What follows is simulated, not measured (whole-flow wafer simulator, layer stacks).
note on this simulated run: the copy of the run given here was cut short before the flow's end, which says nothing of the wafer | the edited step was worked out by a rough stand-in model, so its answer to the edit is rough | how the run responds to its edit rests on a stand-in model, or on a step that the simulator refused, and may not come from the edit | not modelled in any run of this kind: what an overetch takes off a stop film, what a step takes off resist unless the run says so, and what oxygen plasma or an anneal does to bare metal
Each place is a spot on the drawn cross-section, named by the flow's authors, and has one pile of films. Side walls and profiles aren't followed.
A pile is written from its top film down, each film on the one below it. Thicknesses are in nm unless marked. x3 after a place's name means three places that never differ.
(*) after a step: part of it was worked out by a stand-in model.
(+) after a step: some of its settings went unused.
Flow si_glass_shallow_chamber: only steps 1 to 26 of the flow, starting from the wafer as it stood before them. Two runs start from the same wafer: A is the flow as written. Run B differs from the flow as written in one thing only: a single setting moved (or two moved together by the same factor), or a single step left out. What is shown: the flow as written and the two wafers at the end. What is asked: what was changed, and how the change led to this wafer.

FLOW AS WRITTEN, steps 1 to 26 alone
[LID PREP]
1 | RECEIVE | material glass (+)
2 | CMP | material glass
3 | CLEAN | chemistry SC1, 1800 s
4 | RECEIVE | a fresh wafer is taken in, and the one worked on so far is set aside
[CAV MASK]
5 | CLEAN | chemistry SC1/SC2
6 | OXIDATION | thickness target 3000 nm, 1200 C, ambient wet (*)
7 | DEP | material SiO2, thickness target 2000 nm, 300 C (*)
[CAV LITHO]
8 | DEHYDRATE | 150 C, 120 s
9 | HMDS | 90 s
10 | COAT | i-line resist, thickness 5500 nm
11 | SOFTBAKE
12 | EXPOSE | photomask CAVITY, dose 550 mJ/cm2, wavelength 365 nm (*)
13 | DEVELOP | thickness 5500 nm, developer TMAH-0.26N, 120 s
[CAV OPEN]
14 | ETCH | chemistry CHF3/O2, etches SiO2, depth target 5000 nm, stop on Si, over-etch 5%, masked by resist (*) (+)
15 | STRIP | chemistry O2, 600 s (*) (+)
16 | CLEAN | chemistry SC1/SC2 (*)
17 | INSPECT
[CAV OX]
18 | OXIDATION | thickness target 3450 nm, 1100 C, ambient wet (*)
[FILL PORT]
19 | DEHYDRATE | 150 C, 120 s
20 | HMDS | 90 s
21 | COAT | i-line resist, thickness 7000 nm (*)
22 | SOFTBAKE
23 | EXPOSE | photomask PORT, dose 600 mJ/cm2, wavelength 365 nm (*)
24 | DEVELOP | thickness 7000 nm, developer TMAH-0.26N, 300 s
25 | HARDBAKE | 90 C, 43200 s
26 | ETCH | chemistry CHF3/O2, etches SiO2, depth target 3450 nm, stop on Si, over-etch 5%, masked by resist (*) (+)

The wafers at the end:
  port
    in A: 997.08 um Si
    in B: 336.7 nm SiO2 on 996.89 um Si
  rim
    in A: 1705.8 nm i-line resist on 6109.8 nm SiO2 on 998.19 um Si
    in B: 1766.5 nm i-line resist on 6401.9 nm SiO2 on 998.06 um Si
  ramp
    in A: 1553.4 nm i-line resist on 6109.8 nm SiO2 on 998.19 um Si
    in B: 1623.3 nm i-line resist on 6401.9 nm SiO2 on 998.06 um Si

The reason: step 18, OXIDATION: 1155 C was run, whereas the flow has 1100 C.

The path from the change to this, step by step:
  18 | OXIDATION | thickness target 3450 nm, 1100 C, ambient wet (*)
      rim, ramp, septum, ring: A +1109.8 SiO2, -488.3 Si | B +1401.9 SiO2, -616.8 Si
      cav, port: A +3450 SiO2 (new film), -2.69 chemical SiO2 (all of it), -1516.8 Si | B +3959.2 SiO2 (new film), -2.69 chemical SiO2 (all of it), -1740.9 Si
  22 | SOFTBAKE
      rim: A -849 i-line resist | B -828 i-line resist
      ramp: A -434.5 i-line resist | B -420 i-line resist
      (also at 1 further place)
  25 | HARDBAKE | 90 C, 43200 s
      rim: A -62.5 i-line resist | B -64.7 i-line resist
      ramp: A -57.1 i-line resist | B -59.5 i-line resist
  26 | ETCH | chemistry CHF3/O2, etches SiO2, depth target 3450 nm, stop on Si, over-etch 5%, masked by resist (*) (+)
      port: A -3450 SiO2 (all of it), -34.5 Si | B -3622.5 SiO2
